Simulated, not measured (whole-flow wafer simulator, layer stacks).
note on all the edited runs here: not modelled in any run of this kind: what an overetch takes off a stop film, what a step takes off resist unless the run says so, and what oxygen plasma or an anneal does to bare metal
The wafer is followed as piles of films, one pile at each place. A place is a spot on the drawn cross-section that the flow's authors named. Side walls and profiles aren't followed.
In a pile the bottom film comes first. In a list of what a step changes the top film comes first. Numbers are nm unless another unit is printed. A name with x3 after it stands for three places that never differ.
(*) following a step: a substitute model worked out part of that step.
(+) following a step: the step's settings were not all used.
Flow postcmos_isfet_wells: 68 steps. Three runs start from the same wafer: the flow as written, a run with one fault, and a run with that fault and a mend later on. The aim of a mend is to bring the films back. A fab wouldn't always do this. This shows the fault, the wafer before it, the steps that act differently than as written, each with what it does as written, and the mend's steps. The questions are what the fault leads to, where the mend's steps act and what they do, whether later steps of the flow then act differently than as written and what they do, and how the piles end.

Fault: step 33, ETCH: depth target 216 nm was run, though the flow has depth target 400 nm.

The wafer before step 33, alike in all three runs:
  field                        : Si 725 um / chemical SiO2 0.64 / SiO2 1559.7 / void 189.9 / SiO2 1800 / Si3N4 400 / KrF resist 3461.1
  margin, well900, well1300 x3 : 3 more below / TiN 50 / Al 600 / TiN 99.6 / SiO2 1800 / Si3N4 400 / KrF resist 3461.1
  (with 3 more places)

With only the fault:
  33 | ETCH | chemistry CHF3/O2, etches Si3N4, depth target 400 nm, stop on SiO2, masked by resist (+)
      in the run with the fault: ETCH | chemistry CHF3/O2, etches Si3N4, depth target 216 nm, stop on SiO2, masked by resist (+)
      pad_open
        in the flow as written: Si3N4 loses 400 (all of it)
        in the run with the fault: Si3N4 loses 216
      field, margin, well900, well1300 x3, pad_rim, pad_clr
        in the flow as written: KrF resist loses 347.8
        in the run with the fault: KrF resist loses 187.8
  Steps later in the flow that act otherwise than as written (not shown: 4 more steps that differ only slightly, by at most 2% or 0.5 nm, whichever is larger):
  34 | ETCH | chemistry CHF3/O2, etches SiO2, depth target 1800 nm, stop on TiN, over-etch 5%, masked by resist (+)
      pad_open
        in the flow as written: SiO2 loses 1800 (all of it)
        in the run with the fault: Si3N4 loses 184 (all of it), SiO2 loses 1606.8
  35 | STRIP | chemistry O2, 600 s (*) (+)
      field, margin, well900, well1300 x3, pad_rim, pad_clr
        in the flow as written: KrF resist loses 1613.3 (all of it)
        in the run with the fault: KrF resist loses 1773.3 (all of it)
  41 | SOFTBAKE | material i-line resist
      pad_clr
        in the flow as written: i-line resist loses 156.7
        in the run with the fault: i-line resist loses 137.5
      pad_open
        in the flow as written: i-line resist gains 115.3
        in the run with the fault: i-line resist gains 106.7
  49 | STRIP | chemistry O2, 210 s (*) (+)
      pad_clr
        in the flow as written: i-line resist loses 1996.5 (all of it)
        in the run with the fault: i-line resist loses 2076 (all of it)
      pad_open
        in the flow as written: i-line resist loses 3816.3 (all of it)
        in the run with the fault: i-line resist loses 3738.4 (all of it)
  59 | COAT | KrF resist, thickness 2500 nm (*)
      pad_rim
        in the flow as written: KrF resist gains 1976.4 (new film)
        in the run with the fault: KrF resist gains 2020.4 (new film)
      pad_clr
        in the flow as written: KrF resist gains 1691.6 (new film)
        in the run with the fault: KrF resist gains 1756.5 (new film)
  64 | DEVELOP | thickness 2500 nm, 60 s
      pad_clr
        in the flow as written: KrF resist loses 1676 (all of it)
        in the run with the fault: KrF resist loses 1740.7 (all of it)
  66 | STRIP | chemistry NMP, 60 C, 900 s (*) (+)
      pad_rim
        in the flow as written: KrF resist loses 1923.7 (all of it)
        in the run with the fault: KrF resist loses 1967.3 (all of it)
  At pad_open, the piles at the end differ from the flow's by more than 2% or 0.5 nm, whichever is larger.
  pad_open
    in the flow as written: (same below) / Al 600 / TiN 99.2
    in the run with the fault: (same below) / Al 600 / TiN 99.6 / SiO2 193.2

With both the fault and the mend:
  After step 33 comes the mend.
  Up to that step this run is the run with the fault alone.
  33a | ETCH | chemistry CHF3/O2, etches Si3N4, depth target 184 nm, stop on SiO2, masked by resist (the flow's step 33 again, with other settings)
      field, margin, well900, well1300 x3, pad_rim, pad_clr
        KrF resist loses 160
      pad_open
        Si3N4 loses 184 (all of it)
  Every later step of the flow that is run acts as written at every place that is followed.
  At every place that both follow, the piles at the end match the flow's.
